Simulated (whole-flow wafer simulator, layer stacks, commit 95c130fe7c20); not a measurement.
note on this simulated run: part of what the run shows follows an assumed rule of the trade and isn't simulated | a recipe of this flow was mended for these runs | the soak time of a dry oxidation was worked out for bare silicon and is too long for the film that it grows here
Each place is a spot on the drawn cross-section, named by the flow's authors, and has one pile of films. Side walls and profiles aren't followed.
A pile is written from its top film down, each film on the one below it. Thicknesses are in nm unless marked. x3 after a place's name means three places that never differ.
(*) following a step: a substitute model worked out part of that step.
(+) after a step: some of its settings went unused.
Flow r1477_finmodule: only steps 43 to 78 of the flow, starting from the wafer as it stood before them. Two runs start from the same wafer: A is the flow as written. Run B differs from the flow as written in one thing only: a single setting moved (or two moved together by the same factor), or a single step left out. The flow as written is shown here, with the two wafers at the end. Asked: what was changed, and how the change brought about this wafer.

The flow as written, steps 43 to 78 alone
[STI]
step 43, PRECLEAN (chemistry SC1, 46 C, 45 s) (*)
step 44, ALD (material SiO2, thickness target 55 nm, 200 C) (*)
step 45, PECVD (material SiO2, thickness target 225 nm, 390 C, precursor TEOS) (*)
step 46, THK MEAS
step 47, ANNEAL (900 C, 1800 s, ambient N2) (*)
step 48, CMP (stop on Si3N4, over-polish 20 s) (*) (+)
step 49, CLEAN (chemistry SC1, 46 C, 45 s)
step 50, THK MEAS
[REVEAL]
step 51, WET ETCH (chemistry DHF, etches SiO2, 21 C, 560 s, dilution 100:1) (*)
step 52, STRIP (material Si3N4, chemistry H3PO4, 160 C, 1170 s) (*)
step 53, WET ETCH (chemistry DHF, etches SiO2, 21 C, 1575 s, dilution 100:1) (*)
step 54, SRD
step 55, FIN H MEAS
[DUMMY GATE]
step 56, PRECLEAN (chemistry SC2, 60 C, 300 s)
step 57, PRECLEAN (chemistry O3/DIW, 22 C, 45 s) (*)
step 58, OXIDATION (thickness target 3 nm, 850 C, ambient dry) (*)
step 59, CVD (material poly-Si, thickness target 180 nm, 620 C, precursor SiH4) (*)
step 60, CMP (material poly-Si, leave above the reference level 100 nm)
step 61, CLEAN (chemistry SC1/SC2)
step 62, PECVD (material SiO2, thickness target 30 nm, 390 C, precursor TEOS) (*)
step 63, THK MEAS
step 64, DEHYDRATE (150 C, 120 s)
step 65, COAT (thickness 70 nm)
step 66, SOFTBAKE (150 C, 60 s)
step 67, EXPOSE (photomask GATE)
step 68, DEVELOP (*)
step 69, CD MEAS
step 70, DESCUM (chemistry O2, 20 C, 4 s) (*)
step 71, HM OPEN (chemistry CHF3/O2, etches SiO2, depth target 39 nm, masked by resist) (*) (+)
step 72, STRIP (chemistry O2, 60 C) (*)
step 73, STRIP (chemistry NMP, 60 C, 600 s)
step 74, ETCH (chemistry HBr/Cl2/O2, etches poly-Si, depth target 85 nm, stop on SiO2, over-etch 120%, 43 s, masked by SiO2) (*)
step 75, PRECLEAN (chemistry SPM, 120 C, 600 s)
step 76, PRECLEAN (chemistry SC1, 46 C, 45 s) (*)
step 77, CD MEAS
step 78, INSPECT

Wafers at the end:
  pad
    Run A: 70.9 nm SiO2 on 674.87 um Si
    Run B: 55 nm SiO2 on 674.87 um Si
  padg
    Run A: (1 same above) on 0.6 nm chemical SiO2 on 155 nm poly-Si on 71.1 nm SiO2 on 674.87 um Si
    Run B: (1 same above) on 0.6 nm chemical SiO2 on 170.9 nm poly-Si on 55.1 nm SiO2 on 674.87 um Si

What caused this: step 45, PECVD: thickness target 125 nm was run, though the flow has thickness target 225 nm.

The path from the change to this, step by step:
  step 45, PECVD (material SiO2, thickness target 225 nm, 390 C, precursor TEOS) (*)
      pad, padg, elg x4 and 30 more: A +225 SiO2 | B +125 SiO2
  step 47, ANNEAL (900 C, 1800 s, ambient N2) (*)
      pad, padg, elg x4 and 30 more: A -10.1 SiO2 | B -5.62 SiO2
  step 48, CMP (stop on Si3N4, over-polish 20 s) (*) (+)
      pad, padg: A -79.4 SiO2 | B nothing
      elg x4, esg x3, e200sg, elo x4, eso x3, e200so: A -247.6 SiO2 | B -152.1 SiO2
      (as well as at 18 more places)
  step 60, CMP (material poly-Si, leave above the reference level 100 nm)
      pad, padg: A -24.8 poly-Si | B -8.81 poly-Si
  step 74, ETCH (chemistry HBr/Cl2/O2, etches poly-Si, depth target 85 nm, stop on SiO2, over-etch 120%, 43 s, masked by SiO2) (*)
      pad: A -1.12 chemical SiO2 (all of it), -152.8 poly-Si (all of it), -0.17 SiO2 | B -1.12 chemical SiO2 (all of it), -168.7 poly-Si (all of it)
